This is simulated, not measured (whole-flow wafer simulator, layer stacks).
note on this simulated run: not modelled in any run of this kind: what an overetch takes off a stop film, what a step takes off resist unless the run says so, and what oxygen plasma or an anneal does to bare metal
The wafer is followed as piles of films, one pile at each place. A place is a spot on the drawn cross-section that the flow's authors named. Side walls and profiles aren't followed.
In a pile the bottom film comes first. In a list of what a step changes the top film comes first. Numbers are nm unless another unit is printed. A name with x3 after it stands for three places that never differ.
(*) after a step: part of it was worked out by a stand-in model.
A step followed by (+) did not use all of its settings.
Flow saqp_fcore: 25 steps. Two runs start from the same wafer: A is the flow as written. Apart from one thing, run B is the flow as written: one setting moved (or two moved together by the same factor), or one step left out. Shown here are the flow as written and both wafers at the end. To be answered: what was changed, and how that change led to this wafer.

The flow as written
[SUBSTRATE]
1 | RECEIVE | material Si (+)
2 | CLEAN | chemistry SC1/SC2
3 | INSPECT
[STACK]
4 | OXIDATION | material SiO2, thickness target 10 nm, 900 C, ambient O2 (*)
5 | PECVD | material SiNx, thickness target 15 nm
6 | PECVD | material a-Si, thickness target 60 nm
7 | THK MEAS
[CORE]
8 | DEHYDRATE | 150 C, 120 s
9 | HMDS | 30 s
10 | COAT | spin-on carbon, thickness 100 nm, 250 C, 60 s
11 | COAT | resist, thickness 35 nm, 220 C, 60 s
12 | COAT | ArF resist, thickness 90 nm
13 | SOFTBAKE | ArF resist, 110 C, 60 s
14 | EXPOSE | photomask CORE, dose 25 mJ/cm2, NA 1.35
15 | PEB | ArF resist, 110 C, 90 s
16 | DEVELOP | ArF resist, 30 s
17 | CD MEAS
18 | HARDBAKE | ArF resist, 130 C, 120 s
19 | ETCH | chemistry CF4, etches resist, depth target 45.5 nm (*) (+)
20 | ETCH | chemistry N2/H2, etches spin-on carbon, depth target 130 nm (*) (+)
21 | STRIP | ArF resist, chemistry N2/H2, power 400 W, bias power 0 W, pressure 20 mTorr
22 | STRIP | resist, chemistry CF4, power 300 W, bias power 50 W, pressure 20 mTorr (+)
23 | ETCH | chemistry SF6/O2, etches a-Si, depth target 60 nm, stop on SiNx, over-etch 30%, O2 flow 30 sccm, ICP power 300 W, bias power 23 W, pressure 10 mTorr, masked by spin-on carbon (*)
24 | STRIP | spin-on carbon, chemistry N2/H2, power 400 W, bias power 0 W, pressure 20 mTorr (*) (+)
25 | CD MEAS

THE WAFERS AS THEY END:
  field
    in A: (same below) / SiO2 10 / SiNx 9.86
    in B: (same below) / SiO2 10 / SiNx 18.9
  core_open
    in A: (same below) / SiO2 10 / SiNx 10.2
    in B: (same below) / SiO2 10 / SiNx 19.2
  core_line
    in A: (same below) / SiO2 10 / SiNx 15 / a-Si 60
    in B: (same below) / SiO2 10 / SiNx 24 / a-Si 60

What caused this: step 5, PECVD: thickness target 24 nm was run, while the flow as written has thickness target 15 nm.
One can read it off the wafer: core_line has SiNx 24, and step 5 as written asks for 15 nm.

Step by step, how the change led to this:
  5 | PECVD | material SiNx, thickness target 15 nm
      field, core_open, core_line: A SiNx gains 15 (new film) | B SiNx gains 24 (new film)
